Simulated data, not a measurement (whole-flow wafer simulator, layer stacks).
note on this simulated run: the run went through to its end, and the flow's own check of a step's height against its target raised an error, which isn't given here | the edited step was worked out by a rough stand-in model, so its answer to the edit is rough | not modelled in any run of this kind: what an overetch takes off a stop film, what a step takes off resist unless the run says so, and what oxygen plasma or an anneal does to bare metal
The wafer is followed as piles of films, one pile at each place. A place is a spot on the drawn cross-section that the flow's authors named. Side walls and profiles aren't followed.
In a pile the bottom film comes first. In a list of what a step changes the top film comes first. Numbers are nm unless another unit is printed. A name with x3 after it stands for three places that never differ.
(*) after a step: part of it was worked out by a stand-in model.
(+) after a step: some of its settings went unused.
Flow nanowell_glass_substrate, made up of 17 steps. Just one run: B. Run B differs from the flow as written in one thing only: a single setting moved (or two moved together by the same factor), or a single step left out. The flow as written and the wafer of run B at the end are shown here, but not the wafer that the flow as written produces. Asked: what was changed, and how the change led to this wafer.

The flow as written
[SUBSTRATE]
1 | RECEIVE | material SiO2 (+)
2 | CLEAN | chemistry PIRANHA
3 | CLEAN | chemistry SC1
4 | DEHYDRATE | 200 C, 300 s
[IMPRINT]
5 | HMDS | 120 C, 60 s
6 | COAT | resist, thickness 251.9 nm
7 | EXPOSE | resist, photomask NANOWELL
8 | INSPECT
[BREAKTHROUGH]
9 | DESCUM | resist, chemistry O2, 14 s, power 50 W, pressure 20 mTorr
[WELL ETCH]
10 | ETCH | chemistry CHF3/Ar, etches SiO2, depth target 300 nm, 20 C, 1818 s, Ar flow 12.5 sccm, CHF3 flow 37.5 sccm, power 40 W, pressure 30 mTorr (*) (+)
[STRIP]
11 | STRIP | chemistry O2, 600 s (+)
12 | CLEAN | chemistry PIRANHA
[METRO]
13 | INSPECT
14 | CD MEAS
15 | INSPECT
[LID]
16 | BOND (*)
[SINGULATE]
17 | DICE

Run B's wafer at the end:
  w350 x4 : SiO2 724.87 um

The reason: step 10, ETCH: depth target 128 nm was run, though the flow has depth target 300 nm; step 10, ETCH: 773 s was run, where the flow has 1818 s.

The path from the change to this, step by step:
  10 | ETCH | chemistry CHF3/Ar, etches SiO2, depth target 300 nm, 20 C, 1818 s, Ar flow 12.5 sccm, CHF3 flow 37.5 sccm, power 40 W, pressure 30 mTorr (*) (+)
      w350 x4: -128 SiO2 (in the flow as written it would be: -300 SiO2)
      land: -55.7 resist (in the flow as written it would be: -130.4 resist)
  11 | STRIP | chemistry O2, 600 s (+)
      land: -200.7 resist (all of it) (in the flow as written it would be: -125.9 resist (all of it))
